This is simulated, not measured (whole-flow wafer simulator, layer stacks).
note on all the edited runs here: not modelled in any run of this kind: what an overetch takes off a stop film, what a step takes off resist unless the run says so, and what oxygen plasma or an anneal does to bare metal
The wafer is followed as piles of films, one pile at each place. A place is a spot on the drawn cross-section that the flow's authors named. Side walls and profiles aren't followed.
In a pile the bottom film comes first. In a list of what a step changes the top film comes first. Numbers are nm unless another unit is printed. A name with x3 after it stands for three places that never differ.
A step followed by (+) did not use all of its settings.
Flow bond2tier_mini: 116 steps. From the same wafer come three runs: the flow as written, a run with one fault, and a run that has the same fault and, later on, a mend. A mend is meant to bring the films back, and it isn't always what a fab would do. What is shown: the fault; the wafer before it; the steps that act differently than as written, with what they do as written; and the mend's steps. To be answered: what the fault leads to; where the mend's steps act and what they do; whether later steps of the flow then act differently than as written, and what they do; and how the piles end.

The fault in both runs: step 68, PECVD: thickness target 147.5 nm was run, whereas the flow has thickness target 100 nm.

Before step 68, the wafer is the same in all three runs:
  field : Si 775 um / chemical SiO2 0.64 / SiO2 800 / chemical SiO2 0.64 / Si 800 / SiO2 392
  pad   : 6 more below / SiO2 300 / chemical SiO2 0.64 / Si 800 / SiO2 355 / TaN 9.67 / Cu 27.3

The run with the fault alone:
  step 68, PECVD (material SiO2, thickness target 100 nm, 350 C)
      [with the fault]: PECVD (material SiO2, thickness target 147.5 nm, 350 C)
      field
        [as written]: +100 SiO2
        [with the fault]: +147.5 SiO2
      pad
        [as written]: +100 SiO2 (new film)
        [with the fault]: +147.5 SiO2 (new film)
  Steps later in the flow that act otherwise than as written:
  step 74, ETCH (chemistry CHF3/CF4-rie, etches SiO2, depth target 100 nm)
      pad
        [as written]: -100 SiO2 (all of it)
        [with the fault]: -100 SiO2
  The piles end different from the flow's at field, pad by more than 2% or 0.5 nm, whichever is larger.
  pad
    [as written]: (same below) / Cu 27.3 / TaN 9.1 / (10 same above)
    [with the fault]: (same below) / Cu 27.3 / SiO2 47.5 / TaN 9.1 / (10 same above)
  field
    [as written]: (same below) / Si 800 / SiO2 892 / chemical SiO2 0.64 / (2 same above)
    [with the fault]: (same below) / Si 800 / SiO2 939.5 / chemical SiO2 0.64 / (2 same above)

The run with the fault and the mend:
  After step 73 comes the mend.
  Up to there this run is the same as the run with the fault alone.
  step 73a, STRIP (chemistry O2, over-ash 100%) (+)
      field
        -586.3 KrF resist (all of it)
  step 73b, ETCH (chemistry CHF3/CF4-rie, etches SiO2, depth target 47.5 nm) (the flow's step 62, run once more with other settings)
      field, pad
        -47.5 SiO2
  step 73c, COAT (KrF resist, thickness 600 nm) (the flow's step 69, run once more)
      field, pad
        +600 KrF resist (new film)
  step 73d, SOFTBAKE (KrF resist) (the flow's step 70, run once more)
      does not change any film at any place that is followed
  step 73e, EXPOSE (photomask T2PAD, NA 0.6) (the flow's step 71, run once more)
      does not change any film at any place that is followed
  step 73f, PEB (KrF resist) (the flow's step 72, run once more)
      does not change any film at any place that is followed
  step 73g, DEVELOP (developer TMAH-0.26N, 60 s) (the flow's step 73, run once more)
      field
        -13.7 KrF resist
      pad
        -600 KrF resist (all of it)
  Later steps of the flow that are run all act as written at every place that is followed.
  By the end, the piles equal the flow's at every place that both follow.
